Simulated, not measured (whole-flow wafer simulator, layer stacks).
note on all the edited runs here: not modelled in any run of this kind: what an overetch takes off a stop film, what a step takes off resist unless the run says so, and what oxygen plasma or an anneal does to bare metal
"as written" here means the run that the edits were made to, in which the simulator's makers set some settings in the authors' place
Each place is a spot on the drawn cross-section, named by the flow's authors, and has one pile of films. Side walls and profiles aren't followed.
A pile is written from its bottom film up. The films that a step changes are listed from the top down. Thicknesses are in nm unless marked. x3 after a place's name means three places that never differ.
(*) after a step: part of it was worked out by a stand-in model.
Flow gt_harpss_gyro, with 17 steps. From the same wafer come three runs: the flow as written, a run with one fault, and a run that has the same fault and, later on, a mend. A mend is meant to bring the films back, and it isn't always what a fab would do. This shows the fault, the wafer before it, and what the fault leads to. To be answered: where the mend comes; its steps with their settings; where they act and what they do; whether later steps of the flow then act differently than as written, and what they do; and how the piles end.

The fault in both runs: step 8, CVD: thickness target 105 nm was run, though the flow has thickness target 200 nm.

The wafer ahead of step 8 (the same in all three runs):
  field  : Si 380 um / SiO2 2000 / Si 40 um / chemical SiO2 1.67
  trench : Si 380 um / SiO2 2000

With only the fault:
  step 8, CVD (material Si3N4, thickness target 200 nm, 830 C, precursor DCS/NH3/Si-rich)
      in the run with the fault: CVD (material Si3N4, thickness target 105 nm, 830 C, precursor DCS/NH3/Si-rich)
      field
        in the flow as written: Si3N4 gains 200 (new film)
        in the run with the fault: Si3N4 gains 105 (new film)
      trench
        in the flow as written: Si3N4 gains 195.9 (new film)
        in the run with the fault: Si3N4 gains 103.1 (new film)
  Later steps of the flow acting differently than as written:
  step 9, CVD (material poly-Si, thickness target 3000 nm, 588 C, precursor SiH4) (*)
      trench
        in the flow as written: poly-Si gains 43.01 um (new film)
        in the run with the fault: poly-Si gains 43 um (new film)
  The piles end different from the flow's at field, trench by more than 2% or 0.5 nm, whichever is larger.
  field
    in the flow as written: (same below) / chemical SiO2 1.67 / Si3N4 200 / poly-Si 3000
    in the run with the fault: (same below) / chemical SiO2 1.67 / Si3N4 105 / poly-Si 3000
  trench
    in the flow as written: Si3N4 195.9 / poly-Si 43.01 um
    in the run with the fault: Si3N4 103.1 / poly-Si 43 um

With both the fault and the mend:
  After step 8 comes the mend.
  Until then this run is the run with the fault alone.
  step 8a, CVD (material Si3N4, thickness target 94.99 nm, 830 C, precursor DCS/NH3/Si-rich) (the flow's step 8, run once more with other settings)
      field
        Si3N4 gains 95
      trench
        Si3N4 gains 92.8
  Every later step of the flow that is run acts as written at every place that is followed.
  When the end is reached, the piles differ only a little from the flow's at the places that both follow, at most by 2% or 0.5 nm, whichever is larger.
